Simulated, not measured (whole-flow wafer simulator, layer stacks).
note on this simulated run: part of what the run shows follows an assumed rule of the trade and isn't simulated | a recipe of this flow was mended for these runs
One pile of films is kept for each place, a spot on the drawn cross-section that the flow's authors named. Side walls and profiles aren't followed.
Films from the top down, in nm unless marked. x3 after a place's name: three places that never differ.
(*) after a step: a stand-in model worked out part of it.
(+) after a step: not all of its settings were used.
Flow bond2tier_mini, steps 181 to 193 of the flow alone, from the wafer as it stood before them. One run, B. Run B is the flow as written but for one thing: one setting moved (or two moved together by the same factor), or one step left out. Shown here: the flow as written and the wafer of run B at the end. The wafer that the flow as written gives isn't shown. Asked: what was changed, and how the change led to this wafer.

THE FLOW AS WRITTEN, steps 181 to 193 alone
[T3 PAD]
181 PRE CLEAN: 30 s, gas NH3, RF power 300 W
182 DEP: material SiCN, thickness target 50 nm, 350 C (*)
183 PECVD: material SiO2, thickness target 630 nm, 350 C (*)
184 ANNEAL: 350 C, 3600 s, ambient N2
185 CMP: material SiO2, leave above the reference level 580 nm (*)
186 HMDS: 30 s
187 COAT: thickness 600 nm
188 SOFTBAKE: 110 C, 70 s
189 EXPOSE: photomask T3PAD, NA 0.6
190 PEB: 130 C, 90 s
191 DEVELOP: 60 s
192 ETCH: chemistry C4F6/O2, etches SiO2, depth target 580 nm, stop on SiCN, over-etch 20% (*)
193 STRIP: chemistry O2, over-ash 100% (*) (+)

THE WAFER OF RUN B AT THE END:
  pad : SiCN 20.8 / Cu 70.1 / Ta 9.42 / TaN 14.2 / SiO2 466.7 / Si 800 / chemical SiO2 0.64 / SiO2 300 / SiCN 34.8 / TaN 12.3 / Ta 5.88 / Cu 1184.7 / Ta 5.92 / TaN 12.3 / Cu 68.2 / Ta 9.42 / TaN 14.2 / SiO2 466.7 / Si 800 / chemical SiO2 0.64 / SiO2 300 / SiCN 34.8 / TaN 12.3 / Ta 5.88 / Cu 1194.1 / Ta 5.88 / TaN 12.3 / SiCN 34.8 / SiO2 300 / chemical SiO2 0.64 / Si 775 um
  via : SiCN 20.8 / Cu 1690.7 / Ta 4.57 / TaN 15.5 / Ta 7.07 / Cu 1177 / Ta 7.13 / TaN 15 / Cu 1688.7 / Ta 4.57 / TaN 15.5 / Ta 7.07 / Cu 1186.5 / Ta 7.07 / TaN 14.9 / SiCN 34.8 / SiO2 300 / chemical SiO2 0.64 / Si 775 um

The cause: step 192, ETCH: depth target 627.5 nm was run, where the flow has depth target 580 nm.

How the change led to this, step by step:
  192 ETCH: chemistry C4F6/O2, etches SiO2, depth target 580 nm, stop on SiCN, over-etch 20% (*)
      pad, via: SiO2 -580 (all of it), SiCN -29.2 (as written it would be: SiO2 -580 (all of it), SiCN -19.6)
      field: thick-KrF-resist -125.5 (as written it would be: thick-KrF-resist -116)
  193 STRIP: chemistry O2, over-ash 100% (*) (+)
      field: thick-KrF-resist -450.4 (all of it) (as written it would be: thick-KrF-resist -459.9 (all of it))
